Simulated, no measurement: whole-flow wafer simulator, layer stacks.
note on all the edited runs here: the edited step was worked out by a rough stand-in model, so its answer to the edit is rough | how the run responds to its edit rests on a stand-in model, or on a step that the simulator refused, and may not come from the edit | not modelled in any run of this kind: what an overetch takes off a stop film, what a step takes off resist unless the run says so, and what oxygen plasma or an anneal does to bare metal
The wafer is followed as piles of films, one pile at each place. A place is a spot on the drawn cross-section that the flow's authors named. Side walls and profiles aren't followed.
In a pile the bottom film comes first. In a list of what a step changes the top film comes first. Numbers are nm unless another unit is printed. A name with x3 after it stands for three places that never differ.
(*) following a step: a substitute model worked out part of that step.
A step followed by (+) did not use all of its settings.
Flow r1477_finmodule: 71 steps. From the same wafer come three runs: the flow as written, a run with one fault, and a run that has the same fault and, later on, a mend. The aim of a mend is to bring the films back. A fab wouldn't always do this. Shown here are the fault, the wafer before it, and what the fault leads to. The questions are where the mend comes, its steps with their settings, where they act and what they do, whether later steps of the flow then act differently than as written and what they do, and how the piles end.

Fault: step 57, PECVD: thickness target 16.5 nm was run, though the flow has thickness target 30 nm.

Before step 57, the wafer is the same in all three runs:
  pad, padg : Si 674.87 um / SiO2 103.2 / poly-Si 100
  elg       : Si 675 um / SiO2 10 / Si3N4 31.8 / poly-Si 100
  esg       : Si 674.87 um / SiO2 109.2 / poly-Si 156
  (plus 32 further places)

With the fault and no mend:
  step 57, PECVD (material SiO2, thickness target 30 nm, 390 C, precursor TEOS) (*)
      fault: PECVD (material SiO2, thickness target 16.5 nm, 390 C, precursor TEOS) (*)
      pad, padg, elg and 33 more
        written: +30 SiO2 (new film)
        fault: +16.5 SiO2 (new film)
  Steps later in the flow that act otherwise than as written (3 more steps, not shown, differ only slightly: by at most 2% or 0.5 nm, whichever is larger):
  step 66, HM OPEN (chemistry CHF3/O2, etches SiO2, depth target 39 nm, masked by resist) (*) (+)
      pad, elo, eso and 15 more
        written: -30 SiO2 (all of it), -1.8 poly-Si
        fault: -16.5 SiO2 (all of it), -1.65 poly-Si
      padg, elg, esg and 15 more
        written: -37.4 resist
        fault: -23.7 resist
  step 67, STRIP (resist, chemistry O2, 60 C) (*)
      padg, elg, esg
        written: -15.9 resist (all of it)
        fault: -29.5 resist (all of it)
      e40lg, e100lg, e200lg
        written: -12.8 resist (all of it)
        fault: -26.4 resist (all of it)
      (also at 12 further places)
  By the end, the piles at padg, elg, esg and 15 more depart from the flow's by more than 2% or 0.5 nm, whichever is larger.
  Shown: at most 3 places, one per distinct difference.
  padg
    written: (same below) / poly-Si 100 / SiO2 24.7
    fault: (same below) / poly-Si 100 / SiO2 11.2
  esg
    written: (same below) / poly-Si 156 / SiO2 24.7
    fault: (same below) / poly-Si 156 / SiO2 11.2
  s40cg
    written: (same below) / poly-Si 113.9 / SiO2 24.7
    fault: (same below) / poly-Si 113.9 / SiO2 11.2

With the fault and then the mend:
  The mend follows step 58.
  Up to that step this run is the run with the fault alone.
  step 58a, PECVD (material SiO2, thickness target 13.5 nm, 390 C, precursor TEOS) (*) (the flow's step 57, run once more with other settings)
      pad, padg, elg and 33 more
        +13.5 SiO2
  Later steps of the flow that are run all act as written at every place that is followed.
  The piles end the same as the flow's at every place that both follow.
